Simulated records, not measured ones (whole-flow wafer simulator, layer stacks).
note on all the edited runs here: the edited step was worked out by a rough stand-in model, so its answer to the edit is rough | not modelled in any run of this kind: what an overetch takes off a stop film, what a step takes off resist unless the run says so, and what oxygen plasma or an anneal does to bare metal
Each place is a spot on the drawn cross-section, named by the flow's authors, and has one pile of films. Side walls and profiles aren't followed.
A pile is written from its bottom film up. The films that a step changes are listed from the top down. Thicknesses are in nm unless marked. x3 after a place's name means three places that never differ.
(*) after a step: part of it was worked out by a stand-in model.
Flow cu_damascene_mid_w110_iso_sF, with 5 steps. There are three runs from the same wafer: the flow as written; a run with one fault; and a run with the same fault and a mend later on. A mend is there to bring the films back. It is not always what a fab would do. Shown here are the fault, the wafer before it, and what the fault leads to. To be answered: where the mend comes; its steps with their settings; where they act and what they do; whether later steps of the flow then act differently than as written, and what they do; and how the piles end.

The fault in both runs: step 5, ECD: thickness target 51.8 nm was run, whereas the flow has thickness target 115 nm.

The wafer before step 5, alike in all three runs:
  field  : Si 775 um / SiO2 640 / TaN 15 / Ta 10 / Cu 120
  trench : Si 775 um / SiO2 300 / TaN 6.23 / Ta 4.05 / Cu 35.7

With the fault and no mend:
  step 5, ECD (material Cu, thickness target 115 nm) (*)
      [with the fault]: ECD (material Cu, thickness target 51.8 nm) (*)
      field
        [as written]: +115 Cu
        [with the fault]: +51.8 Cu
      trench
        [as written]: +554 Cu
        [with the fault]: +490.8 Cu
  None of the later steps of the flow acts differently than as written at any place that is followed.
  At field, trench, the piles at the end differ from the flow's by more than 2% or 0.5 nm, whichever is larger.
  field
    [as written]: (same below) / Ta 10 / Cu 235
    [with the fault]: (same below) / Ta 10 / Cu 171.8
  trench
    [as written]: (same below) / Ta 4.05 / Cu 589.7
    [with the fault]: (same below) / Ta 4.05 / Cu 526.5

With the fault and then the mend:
  The mend stands after step 5.
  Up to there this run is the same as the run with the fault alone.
  step 5a, ECD (material Cu, thickness target 63.2 nm) (the flow's step 5 again, with other settings)
      field, trench
        +63.2 Cu
  None of the later steps of the flow acts differently than as written at any place that is followed.
  By the end, the piles equal the flow's at every place that both follow.
